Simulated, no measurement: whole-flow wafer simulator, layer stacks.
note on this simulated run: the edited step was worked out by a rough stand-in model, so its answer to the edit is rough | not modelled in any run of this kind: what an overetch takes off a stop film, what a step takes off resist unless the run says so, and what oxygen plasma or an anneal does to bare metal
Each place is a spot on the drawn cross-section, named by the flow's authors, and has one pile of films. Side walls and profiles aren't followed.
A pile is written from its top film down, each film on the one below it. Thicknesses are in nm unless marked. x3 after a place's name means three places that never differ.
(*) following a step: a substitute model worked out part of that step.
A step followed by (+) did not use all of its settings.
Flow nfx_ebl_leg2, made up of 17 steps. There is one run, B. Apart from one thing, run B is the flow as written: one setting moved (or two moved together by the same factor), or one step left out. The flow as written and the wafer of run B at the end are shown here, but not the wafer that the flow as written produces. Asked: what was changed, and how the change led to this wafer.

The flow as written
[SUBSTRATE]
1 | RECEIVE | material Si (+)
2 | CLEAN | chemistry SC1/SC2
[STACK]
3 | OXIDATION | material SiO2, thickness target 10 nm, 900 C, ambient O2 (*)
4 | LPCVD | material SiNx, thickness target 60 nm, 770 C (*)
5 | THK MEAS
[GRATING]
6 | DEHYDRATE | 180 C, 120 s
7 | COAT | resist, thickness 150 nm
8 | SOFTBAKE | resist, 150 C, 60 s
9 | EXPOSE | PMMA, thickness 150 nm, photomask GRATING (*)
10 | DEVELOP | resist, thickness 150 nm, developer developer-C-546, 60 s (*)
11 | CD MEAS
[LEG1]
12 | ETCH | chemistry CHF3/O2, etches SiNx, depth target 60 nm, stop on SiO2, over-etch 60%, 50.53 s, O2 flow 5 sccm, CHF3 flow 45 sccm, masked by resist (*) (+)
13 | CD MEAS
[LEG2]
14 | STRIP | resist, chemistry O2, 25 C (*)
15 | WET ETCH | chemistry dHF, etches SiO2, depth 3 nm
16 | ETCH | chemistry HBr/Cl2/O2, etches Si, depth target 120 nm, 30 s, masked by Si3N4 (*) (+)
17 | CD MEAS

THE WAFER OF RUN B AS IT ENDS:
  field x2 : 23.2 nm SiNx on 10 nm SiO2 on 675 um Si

Cause: step 4, LPCVD: thickness target 30 nm was run, though the flow has thickness target 60 nm.

The path from the change to this, step by step:
  4 | LPCVD | material SiNx, thickness target 60 nm, 770 C (*)
      field x2, pad x2: SiNx gains 30 (new film) (it would be, as written: SiNx gains 60 (new film))
  12 | ETCH | chemistry CHF3/O2, etches SiNx, depth target 60 nm, stop on SiO2, over-etch 60%, 50.53 s, O2 flow 5 sccm, CHF3 flow 45 sccm, masked by resist (*) (+)
      pad x2: SiNx loses 30 (all of it), SiO2 loses 10 (all of it) (it would be, as written: SiNx loses 60 (all of it), SiO2 loses 10 (all of it))
